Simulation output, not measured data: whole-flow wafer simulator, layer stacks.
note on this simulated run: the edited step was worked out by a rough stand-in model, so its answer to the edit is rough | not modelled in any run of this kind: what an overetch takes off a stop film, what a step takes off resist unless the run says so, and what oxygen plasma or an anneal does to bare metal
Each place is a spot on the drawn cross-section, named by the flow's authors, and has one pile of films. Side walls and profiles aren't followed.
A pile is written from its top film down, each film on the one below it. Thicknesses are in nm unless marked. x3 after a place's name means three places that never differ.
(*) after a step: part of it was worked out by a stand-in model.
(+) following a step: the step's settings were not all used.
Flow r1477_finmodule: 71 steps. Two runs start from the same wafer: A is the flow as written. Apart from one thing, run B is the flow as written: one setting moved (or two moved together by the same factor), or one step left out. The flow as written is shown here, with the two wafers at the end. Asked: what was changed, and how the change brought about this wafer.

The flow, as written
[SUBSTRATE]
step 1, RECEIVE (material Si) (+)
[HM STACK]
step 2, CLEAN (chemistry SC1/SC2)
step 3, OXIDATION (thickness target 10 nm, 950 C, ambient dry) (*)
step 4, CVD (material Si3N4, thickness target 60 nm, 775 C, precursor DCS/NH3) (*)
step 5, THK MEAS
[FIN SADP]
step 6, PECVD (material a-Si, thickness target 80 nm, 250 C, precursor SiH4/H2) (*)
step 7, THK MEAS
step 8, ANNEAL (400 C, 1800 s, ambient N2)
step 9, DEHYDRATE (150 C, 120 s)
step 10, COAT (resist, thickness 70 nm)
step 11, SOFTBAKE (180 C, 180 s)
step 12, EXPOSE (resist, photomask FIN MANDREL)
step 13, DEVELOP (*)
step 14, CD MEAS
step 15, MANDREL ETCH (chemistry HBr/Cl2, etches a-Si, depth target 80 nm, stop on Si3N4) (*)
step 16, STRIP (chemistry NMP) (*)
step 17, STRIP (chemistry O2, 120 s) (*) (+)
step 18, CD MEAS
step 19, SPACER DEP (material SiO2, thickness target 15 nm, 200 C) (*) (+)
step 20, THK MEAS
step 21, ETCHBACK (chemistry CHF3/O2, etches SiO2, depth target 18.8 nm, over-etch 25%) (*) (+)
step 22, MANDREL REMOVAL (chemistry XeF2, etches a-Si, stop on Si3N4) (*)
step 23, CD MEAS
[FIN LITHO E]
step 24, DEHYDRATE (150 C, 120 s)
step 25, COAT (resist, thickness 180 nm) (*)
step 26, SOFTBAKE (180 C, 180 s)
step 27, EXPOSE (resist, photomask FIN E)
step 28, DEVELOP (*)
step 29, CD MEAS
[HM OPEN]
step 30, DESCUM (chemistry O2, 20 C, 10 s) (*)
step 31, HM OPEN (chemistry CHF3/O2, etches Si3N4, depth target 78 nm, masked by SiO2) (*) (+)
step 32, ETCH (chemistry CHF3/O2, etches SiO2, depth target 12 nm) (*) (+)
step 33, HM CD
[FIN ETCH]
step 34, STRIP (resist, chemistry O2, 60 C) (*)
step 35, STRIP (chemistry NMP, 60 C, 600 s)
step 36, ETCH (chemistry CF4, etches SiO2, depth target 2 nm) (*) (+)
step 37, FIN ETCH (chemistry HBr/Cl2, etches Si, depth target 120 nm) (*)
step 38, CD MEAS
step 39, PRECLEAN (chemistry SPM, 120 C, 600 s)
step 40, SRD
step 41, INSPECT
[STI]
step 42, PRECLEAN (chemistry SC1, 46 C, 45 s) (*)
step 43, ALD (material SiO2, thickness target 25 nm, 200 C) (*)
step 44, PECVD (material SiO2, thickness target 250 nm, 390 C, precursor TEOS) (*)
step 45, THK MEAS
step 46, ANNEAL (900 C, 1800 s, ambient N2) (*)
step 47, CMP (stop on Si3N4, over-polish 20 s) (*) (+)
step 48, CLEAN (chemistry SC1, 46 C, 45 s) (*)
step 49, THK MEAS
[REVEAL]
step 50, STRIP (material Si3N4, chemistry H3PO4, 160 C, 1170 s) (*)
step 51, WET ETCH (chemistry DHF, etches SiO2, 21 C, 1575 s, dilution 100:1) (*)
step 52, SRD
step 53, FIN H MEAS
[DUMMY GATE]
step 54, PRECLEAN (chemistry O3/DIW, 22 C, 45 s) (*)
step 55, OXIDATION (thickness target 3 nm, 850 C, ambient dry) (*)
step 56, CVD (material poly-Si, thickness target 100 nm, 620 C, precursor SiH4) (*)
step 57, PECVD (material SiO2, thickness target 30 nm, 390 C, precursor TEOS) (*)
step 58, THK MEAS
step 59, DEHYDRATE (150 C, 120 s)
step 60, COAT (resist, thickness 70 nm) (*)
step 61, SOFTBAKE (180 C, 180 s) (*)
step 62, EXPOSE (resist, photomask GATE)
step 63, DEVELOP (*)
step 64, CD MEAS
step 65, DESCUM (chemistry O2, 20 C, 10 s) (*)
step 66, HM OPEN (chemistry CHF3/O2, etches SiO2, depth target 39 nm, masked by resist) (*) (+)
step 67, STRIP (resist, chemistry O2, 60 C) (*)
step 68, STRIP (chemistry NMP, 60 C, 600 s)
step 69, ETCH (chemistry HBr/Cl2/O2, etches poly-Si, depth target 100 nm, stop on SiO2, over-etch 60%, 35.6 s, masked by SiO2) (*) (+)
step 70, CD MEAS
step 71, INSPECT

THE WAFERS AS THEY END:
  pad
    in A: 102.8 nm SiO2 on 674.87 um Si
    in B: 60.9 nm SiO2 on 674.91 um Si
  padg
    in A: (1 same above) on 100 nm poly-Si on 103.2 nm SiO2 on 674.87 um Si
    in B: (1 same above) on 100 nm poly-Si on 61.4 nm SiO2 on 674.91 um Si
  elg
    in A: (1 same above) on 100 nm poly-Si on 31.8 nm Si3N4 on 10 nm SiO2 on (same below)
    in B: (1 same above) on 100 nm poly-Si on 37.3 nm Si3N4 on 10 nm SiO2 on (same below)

What caused this: step 37, FIN ETCH: depth target 78 nm was run, whereas the flow has depth target 120 nm.

How this came from the change, step by step:
  step 37, FIN ETCH (chemistry HBr/Cl2, etches Si, depth target 120 nm) (*)
      pad, padg, esg and 19 more: A Si loses 120 | B Si loses 78
      elg, e40lg, e100lg, e200lg, elo, e40lo, e100lo, e200lo: A Si3N4 loses 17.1 | B Si3N4 loses 11.1
      (as well as at 6 more places)
  step 43, ALD (material SiO2, thickness target 25 nm, 200 C) (*)
      s40cg, s45cg, s50cg, s40co, s45co, s50co: A SiO2 gains 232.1 (new film) | B SiO2 gains 193.3 (new film)
      esg: A SiO2 gains 194.3 (new film) | B SiO2 gains 158.3 (new film)
  step 47, CMP (stop on Si3N4, over-polish 20 s) (*) (+)
      pad, padg, e40sg and 11 more: A SiO2 loses 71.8 | B SiO2 loses 113.8
      elg, esg, e40lg and 6 more: A SiO2 loses 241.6 | B SiO2 loses 247.6
      (as well as at 1 more place)
  step 51, WET ETCH (chemistry DHF, etches SiO2, 21 C, 1575 s, dilution 100:1) (*)
      elg, e40lg, e100lg, e200lg, elo, e40lo, e100lo, e200lo: A SiO2 loses 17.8 (all of it), Si3N4 loses 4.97 | B SiO2 loses 11.8 (all of it), Si3N4 loses 5.46
  step 56, CVD (material poly-Si, thickness target 100 nm, 620 C, precursor SiH4) (*)
      esg: A poly-Si gains 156 (new film) | B poly-Si gains 161.5 (new film)
  step 60, COAT (resist, thickness 70 nm) (*)
      e40sg, e40so: A resist gains 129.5 (new film) | B resist gains 134.7 (new film)
      e100sg, e100so: A resist gains 129.4 (new film) | B resist gains 134.6 (new film)
      (as well as at 3 more places)
  step 63, DEVELOP (*)
      eso: A resist loses 129.5 (all of it) | B resist loses 134.6 (all of it)
      e40so: A resist loses 129.5 (all of it) | B resist loses 134.7 (all of it)
      (as well as at 2 more places)
  step 67, STRIP (resist, chemistry O2, 60 C) (*)
      e40sg: A resist loses 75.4 (all of it) | B resist loses 80.5 (all of it)
      e100sg: A resist loses 75.3 (all of it) | B resist loses 80.5 (all of it)
      (as well as at 1 more place)
